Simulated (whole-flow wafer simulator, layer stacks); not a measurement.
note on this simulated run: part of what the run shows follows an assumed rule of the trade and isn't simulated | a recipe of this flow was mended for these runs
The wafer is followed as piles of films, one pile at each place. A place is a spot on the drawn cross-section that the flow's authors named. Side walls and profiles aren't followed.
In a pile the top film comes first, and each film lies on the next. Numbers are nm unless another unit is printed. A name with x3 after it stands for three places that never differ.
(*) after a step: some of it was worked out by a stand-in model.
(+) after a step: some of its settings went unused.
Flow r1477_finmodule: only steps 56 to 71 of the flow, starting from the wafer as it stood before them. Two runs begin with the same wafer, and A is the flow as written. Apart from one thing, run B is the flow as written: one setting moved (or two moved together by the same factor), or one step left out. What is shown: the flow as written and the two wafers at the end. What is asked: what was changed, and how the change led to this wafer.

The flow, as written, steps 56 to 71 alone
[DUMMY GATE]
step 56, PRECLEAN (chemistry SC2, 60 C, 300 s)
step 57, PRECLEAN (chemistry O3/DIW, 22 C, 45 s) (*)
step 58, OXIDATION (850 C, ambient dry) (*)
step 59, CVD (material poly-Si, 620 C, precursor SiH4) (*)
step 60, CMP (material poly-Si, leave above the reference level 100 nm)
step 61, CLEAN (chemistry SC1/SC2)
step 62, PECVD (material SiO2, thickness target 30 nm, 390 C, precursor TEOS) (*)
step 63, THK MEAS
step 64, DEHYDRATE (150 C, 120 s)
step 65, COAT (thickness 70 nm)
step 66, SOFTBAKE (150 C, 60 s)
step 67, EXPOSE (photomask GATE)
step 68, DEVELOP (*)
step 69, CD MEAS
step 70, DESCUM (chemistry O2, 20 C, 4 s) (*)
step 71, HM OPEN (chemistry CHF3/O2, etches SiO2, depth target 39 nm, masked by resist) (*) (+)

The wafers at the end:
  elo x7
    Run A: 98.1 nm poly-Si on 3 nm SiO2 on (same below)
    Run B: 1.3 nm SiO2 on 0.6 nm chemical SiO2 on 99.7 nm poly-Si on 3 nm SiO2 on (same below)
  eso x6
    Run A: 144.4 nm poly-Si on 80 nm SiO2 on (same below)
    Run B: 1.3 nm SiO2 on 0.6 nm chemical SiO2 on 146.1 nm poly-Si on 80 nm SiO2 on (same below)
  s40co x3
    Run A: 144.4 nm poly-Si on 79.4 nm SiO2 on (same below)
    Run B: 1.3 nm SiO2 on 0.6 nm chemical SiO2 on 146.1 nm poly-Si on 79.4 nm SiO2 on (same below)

Cause: step 71, HM OPEN: depth target 28.7 nm was run, though the flow has depth target 39 nm.

How this came from the change, step by step:
  step 71, HM OPEN (chemistry CHF3/O2, etches SiO2, depth target 39 nm, masked by resist) (*) (+)
      pad, elo x7, eso x6, e200so, s40co x3: A -30 SiO2 (all of it), -0.6 chemical SiO2 (all of it), -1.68 poly-Si | B -28.7 SiO2
      padg, elg x7, esg x6, e200sg, s40cg x3: A -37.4 e-beam-resist | B -27.5 e-beam-resist
